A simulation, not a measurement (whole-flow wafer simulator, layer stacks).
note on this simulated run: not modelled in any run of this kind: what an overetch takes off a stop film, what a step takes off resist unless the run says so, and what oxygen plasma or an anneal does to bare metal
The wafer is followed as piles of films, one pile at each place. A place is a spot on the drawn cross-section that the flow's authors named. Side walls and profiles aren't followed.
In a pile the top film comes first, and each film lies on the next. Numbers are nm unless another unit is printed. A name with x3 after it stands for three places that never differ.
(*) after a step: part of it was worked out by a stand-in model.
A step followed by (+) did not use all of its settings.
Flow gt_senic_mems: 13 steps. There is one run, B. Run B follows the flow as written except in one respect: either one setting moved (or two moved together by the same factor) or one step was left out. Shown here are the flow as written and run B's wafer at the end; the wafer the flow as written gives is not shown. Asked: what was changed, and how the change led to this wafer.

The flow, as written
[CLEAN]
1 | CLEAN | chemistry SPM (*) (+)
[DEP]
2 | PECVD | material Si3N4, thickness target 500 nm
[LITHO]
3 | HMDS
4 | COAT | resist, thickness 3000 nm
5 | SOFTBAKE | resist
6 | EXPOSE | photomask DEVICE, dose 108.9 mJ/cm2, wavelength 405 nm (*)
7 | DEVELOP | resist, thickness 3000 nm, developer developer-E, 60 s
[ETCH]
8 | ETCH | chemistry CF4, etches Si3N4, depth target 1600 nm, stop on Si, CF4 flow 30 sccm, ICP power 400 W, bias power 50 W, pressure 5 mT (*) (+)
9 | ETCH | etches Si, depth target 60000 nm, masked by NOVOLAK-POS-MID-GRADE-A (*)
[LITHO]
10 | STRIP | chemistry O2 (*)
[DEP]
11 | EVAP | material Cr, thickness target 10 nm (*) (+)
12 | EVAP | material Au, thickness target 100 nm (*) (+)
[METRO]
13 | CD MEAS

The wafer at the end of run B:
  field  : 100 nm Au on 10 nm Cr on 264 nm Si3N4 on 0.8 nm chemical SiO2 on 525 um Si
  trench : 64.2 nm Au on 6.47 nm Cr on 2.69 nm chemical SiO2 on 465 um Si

Cause: step 2, PECVD: thickness target 264 nm was run, while the flow as written has thickness target 500 nm.
The wafer itself shows it: field has Si3N4 264, and step 2 as written asks for 500 nm.

How this came from the change, step by step:
  2 | PECVD | material Si3N4, thickness target 500 nm
      field, trench: Si3N4 gains 264 (new film) (it would be, as written: Si3N4 gains 500 (new film))
  8 | ETCH | chemistry CF4, etches Si3N4, depth target 1600 nm, stop on Si, CF4 flow 30 sccm, ICP power 400 W, bias power 50 W, pressure 5 mT (*) (+)
      field: resist loses 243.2 (it would be, as written: resist loses 400.5)
      trench: Si3N4 loses 264 (all of it), chemical SiO2 loses 0.8 (all of it) (it would be, as written: Si3N4 loses 500 (all of it), chemical SiO2 loses 0.8 (all of it))
  10 | STRIP | chemistry O2 (*)
      field: resist loses 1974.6 (all of it) (it would be, as written: resist loses 1817.3 (all of it))
